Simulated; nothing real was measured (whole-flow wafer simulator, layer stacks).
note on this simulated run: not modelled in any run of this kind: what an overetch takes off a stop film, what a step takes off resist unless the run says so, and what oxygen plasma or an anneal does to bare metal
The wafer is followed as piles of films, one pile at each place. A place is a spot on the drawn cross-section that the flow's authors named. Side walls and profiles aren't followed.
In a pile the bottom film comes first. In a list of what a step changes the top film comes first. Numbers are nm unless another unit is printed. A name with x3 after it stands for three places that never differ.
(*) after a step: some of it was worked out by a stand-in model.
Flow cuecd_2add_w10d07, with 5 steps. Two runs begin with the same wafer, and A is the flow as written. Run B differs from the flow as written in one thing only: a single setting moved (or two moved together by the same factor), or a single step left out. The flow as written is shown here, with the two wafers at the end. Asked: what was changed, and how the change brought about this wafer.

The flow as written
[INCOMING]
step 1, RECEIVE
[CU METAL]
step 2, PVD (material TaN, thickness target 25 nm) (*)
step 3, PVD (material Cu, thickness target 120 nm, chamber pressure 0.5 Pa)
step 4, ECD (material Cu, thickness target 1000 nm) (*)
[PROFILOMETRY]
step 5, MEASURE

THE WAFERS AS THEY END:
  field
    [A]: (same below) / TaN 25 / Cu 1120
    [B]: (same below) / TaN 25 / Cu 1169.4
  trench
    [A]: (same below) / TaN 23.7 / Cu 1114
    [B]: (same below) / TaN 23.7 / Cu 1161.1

The reason: step 3, PVD: thickness target 169.4 nm was run, whereas the flow has thickness target 120 nm.

The path from the change to this, step by step:
  step 3, PVD (material Cu, thickness target 120 nm, chamber pressure 0.5 Pa)
      field: A +120 Cu (new film) | B +169.4 Cu (new film)
      trench: A +114 Cu (new film) | B +161.1 Cu (new film)
